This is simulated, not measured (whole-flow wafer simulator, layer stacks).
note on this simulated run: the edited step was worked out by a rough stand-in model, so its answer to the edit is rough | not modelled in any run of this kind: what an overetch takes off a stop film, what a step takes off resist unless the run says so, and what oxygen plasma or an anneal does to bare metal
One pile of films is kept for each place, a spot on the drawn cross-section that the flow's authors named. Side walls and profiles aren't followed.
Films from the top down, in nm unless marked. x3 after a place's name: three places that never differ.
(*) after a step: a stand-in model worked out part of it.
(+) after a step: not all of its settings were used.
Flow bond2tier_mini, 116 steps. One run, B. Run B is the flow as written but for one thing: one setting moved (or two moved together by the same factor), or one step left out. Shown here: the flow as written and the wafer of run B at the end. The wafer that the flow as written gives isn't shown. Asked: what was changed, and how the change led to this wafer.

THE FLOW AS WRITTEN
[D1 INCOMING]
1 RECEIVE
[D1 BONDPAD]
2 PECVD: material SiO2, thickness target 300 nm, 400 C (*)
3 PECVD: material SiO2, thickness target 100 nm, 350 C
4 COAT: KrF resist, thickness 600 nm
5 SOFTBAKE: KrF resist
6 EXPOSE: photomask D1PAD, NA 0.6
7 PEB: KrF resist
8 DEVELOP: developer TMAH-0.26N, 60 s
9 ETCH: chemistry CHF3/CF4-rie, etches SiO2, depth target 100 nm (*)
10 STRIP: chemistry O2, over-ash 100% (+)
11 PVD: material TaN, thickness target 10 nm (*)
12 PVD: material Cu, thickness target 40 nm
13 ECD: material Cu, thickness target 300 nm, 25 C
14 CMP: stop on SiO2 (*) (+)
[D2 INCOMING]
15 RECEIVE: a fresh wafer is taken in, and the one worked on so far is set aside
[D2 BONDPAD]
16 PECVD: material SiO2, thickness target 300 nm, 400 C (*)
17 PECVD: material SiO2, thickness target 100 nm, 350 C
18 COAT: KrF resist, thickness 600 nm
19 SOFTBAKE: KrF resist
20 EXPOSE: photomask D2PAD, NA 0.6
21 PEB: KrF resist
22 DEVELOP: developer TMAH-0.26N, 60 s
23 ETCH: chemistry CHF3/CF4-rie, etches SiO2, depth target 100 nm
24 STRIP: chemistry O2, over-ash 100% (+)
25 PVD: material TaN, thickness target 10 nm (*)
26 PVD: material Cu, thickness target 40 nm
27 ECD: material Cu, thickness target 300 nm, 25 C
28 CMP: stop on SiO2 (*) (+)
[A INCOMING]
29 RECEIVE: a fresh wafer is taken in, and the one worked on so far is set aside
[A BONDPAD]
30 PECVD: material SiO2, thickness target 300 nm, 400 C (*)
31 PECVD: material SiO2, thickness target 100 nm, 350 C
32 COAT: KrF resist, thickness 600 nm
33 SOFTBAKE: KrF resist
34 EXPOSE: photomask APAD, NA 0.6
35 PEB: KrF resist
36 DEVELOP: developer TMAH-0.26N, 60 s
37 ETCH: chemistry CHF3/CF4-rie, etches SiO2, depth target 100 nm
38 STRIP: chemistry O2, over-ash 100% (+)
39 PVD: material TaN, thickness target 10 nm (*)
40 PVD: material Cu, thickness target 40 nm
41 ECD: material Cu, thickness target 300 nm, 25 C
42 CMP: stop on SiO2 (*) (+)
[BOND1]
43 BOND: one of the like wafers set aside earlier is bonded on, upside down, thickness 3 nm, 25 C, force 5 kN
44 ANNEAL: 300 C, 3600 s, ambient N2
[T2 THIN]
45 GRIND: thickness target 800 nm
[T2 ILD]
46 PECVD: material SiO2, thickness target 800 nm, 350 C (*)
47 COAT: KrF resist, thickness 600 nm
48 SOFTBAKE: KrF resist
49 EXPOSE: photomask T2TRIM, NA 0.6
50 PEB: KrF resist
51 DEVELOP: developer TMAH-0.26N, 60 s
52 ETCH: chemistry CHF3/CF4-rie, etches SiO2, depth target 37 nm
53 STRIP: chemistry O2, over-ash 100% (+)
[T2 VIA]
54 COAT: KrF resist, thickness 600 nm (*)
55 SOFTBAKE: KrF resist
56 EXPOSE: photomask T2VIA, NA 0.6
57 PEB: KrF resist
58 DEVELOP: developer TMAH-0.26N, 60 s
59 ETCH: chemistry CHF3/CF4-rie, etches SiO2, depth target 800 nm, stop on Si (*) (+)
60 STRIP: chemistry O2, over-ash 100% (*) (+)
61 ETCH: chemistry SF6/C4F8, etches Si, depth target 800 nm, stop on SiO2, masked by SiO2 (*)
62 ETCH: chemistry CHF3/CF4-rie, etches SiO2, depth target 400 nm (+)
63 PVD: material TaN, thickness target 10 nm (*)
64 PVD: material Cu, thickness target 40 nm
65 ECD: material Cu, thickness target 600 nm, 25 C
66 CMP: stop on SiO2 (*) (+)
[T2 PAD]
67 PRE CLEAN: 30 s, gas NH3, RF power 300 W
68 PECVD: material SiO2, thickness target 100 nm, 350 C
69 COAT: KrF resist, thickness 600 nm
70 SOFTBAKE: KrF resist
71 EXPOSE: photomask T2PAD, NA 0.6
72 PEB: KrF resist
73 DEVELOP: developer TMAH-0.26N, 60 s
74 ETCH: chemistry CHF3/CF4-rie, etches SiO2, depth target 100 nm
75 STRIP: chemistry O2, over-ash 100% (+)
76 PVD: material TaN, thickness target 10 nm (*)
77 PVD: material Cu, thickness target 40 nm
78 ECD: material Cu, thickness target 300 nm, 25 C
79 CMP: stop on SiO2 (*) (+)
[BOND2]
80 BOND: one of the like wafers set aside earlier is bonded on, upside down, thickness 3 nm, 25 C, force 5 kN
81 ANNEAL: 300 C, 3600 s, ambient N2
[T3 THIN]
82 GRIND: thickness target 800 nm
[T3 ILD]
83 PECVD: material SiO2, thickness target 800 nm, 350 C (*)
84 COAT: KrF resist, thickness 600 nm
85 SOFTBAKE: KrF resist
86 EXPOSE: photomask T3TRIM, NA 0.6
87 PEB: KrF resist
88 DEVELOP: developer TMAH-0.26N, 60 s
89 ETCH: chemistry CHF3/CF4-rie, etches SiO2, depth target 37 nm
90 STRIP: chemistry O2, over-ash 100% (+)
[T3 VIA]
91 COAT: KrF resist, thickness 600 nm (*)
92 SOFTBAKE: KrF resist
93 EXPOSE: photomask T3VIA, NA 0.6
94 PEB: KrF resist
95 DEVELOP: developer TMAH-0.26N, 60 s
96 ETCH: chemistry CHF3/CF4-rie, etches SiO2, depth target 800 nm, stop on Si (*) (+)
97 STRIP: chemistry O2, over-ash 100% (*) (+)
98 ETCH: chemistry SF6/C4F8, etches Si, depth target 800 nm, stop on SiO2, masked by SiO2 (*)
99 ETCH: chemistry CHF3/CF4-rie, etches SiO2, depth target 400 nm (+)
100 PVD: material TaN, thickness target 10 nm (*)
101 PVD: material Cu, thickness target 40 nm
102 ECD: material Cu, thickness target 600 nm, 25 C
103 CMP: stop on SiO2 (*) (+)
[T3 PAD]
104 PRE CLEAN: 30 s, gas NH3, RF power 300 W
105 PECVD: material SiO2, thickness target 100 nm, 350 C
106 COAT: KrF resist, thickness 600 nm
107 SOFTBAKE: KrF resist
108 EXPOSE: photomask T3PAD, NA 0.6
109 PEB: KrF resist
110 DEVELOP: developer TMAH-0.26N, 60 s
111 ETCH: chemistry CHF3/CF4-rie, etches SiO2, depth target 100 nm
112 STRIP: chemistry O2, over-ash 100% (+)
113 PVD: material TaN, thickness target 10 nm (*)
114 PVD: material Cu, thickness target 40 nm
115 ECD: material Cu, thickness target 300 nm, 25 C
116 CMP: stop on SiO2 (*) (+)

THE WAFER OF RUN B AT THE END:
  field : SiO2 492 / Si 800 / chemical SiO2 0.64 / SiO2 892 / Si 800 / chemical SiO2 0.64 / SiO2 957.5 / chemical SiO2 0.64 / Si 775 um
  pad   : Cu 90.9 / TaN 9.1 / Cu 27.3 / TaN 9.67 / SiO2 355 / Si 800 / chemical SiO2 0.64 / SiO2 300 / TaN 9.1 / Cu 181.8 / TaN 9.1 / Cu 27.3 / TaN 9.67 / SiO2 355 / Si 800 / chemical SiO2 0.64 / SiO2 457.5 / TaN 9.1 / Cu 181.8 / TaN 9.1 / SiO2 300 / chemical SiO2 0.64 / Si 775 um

The cause: step 2, PECVD: thickness target 457.5 nm was run, where the flow has thickness target 300 nm.
It can be read off the wafer: pad has SiO2 457.5, and step 2 as written asks for 300 nm.

How the change led to this, step by step:
  2 PECVD: material SiO2, thickness target 300 nm, 400 C (*)
      field, pad, via: SiO2 +457.5 (new film) (as written it would be: SiO2 +300 (new film))
  43 BOND: one of the like wafers set aside earlier is bonded on, upside down, thickness 3 nm, 25 C, force 5 kN
      field: Si +775 um (new film), chemical SiO2 +0.64 (new film), SiO2 +557.5 (as written it would be: Si +775 um (new film), chemical SiO2 +0.64 (new film), SiO2 +400)
      pad: Si +775 um (new film), chemical SiO2 +0.64 (new film), SiO2 +457.5 (new film), TaN +9.1 (new film), Cu +90.9 (as written it would be: Si +775 um (new film), chemical SiO2 +0.64 (new film), SiO2 +300 (new film), TaN +9.1 (new film), Cu +90.9)
      (and at 1 more place)
